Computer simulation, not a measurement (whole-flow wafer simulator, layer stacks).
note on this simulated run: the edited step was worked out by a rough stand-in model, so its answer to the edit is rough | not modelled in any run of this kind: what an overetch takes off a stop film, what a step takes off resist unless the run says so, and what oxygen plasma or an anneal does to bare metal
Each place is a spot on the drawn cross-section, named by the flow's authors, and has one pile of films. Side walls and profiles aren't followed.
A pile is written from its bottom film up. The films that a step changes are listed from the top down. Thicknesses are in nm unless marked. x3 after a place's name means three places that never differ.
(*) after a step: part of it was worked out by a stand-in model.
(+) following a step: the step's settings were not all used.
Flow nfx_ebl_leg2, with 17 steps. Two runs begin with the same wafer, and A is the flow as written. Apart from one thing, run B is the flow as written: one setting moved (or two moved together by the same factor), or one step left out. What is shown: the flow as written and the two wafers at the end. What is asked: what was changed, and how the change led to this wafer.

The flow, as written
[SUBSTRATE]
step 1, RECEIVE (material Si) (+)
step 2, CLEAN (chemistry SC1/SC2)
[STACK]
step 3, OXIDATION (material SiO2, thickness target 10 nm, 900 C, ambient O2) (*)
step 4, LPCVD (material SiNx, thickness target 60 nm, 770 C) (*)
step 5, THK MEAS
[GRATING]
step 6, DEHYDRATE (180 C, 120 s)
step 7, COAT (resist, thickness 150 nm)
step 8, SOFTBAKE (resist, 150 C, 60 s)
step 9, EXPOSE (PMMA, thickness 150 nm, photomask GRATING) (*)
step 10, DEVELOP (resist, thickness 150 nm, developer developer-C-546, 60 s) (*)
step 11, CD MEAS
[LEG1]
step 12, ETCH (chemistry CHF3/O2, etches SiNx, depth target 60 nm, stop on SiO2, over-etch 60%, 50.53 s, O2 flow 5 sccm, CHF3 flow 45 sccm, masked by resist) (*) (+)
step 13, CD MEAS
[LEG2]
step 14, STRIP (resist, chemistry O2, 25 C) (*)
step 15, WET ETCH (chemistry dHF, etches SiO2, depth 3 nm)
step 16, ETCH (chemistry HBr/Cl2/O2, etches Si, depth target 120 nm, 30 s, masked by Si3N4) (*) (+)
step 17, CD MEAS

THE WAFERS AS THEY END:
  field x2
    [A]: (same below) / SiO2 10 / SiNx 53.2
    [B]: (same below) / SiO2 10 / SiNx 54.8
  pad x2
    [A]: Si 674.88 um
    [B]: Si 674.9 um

The reason: step 16, ETCH: depth target 91.4 nm was run, whereas the flow has depth target 120 nm; step 16, ETCH: 22.86 s was run, where the flow has 30 s.

Step by step, how the change led to this:
  step 16, ETCH (chemistry HBr/Cl2/O2, etches Si, depth target 120 nm, 30 s, masked by Si3N4) (*) (+)
      field x2: A SiNx loses 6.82 | B SiNx loses 5.2
      pad x2: A Si loses 120 | B Si loses 91.4
